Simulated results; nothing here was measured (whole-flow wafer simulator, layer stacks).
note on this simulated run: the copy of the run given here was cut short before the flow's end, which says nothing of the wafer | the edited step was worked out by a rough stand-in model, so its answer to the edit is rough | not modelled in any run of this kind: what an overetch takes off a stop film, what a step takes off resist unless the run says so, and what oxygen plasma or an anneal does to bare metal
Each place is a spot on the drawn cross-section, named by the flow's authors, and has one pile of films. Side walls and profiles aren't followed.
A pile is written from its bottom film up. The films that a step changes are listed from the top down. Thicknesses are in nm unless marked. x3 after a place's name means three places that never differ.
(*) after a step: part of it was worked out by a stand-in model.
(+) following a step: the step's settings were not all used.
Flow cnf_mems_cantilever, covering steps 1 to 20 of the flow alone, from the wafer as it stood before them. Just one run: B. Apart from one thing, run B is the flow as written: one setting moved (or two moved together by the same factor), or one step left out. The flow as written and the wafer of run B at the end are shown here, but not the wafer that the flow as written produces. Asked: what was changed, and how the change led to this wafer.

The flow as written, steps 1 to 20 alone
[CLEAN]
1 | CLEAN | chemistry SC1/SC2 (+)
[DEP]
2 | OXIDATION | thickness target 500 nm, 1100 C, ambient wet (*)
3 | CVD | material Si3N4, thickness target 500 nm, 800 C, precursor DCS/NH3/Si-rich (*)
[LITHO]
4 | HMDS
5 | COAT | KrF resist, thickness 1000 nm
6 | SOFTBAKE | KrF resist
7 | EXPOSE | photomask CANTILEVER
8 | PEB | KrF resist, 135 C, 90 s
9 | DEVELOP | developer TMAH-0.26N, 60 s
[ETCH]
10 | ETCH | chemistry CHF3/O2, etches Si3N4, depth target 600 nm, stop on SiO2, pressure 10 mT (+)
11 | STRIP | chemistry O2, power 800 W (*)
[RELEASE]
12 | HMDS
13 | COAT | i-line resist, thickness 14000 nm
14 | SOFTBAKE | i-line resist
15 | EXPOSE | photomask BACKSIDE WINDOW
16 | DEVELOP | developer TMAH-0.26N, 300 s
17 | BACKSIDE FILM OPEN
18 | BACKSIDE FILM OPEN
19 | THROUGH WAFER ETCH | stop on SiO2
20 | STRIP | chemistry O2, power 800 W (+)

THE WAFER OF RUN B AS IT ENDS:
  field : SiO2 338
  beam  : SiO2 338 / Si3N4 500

Cause: step 2, OXIDATION: thickness target 338 nm was run, though the flow has thickness target 500 nm.
The wafer lets one read it off: field has SiO2 338, and step 2 as written asks for 500 nm.

The path from the change to this, step by step:
  2 | OXIDATION | thickness target 500 nm, 1100 C, ambient wet (*)
      field, beam: +338 SiO2 (new film), -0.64 chemical SiO2 (all of it), -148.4 Si (it would be, as written: +500 SiO2 (new film), -0.64 chemical SiO2 (all of it), -219.7 Si)
  19 | THROUGH WAFER ETCH | stop on SiO2
      field: under 1 film: -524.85 um Si (all of it) (it would be, as written: under 1 film: -524.78 um Si (all of it))
      beam: under 2 films: -524.85 um Si (all of it) (it would be, as written: under 2 films: -524.78 um Si (all of it))
